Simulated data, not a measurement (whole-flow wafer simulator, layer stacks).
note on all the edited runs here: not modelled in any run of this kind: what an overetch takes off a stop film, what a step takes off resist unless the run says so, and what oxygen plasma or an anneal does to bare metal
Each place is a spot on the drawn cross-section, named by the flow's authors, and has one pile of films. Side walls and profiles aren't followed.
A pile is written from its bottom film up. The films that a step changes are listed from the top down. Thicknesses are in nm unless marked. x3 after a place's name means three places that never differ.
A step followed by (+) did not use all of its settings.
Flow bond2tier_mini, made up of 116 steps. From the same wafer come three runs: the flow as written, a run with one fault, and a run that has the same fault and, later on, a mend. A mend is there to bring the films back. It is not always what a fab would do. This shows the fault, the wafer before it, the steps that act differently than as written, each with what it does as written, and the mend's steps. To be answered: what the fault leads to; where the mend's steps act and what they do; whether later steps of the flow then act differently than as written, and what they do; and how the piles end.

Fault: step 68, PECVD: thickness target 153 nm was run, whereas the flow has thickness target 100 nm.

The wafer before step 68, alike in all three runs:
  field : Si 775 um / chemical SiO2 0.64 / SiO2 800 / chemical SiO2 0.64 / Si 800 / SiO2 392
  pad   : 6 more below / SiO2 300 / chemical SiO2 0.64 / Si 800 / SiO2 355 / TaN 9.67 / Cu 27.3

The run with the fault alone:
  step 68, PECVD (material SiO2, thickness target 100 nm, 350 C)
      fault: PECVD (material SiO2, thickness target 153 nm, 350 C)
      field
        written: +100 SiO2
        fault: +153 SiO2
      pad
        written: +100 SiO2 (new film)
        fault: +153 SiO2 (new film)
  Steps further on in the flow that do not act as written:
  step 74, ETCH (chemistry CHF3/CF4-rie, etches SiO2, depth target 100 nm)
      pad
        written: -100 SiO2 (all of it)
        fault: -100 SiO2
  The piles end different from the flow's at field, pad by more than 2% or 0.5 nm, whichever is larger.
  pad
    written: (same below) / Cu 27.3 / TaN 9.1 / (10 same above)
    fault: (same below) / Cu 27.3 / SiO2 53 / TaN 9.1 / (10 same above)
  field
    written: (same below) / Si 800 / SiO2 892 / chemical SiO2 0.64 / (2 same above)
    fault: (same below) / Si 800 / SiO2 945 / chemical SiO2 0.64 / (2 same above)

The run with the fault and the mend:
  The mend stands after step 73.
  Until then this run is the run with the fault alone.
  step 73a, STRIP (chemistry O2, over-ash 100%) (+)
      field
        -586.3 KrF resist (all of it)
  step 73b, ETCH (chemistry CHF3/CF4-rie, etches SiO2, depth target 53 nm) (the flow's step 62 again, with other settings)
      field, pad
        -53 SiO2
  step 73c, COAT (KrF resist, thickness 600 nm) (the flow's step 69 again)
      field, pad
        +600 KrF resist (new film)
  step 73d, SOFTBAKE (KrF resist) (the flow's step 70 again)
      alters no film at any place that is followed
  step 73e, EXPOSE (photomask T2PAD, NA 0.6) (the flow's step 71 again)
      alters no film at any place that is followed
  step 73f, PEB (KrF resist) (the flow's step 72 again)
      alters no film at any place that is followed
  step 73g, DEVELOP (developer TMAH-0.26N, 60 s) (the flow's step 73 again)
      field
        -13.7 KrF resist
      pad
        -600 KrF resist (all of it)
  Every later step of the flow that is run acts as written at every place that is followed.
  The piles end the same as the flow's at every place that both follow.
